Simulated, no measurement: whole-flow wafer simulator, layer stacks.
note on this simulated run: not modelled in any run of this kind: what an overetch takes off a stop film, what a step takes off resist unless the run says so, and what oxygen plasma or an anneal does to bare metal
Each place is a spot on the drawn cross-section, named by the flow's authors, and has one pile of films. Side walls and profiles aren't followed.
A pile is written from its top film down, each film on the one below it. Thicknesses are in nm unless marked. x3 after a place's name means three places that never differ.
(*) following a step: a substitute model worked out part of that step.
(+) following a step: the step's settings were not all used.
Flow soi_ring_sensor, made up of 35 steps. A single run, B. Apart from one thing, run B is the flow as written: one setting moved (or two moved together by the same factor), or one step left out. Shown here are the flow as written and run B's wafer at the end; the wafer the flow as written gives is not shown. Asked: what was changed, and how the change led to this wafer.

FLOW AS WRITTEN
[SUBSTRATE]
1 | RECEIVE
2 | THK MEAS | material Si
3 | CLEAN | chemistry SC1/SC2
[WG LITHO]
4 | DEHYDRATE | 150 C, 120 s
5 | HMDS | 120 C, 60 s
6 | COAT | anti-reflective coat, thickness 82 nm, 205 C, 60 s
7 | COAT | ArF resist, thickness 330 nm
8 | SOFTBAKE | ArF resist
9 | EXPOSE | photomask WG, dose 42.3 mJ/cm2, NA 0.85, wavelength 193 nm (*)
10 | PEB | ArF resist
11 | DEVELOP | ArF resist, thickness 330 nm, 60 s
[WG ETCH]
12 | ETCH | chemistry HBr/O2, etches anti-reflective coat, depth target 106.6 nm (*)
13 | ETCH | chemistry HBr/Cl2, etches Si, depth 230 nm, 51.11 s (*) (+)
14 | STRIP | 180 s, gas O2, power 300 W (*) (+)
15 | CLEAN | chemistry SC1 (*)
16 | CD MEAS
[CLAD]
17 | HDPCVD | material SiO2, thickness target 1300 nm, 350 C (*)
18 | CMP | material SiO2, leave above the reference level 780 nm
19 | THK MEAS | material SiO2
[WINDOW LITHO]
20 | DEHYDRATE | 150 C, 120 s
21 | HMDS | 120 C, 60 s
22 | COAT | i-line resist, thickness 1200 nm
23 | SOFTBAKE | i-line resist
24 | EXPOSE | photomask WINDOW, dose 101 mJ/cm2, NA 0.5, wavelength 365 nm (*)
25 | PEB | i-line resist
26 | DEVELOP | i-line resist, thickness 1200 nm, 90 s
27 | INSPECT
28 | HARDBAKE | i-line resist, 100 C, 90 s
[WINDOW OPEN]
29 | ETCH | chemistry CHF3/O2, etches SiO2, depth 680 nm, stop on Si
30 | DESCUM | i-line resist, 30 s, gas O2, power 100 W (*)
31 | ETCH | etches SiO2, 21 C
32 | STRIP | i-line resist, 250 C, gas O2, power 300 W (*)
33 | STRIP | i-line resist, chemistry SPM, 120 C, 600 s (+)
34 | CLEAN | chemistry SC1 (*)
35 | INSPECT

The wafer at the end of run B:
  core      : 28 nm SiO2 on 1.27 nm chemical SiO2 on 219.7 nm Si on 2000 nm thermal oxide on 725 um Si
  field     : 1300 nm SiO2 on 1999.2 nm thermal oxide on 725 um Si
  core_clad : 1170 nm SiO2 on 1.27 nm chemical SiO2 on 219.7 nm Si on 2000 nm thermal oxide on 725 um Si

Cause: step 18, CMP: leave above the reference level 1170 nm was run, though the flow has leave above the reference level 780 nm.
The wafer lets one read it off: core_clad has SiO2 1170, and step 18 as written asks for 780 nm.

The path from the change to this, step by step:
  18 | CMP | material SiO2, leave above the reference level 780 nm
      gap, window, field, gap_clad: nothing (as written it would have been: -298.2 SiO2)
      core, core_clad: -130 SiO2 (as written it would have been: -520 SiO2)
  22 | COAT | i-line resist, thickness 1200 nm
      core, core_clad: +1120 i-line resist (new film) (as written it would have been: +1200 i-line resist (new film))
  23 | SOFTBAKE | i-line resist
      core, core_clad: -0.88 i-line resist (as written it would have been: nothing)
      gap, gap_clad: -1.12 i-line resist (as written it would have been: nothing)
  25 | PEB | i-line resist
      core, core_clad: -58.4 i-line resist (as written it would have been: -62.8 i-line resist)
  26 | DEVELOP | i-line resist, thickness 1200 nm, 90 s
      core: -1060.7 i-line resist (all of it) (as written it would have been: -1137.2 i-line resist (all of it))
  31 | ETCH | etches SiO2, 21 C
      core: -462 SiO2 (as written it would have been: -100 SiO2 (all of it), -1.27 chemical SiO2 (all of it))
  32 | STRIP | i-line resist, 250 C, gas O2, power 300 W (*)
      core: nothing (as written it would have been: +1.23 chemical SiO2 (new film), -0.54 Si)
      core_clad: -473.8 i-line resist (all of it) (as written it would have been: -550.1 i-line resist (all of it))
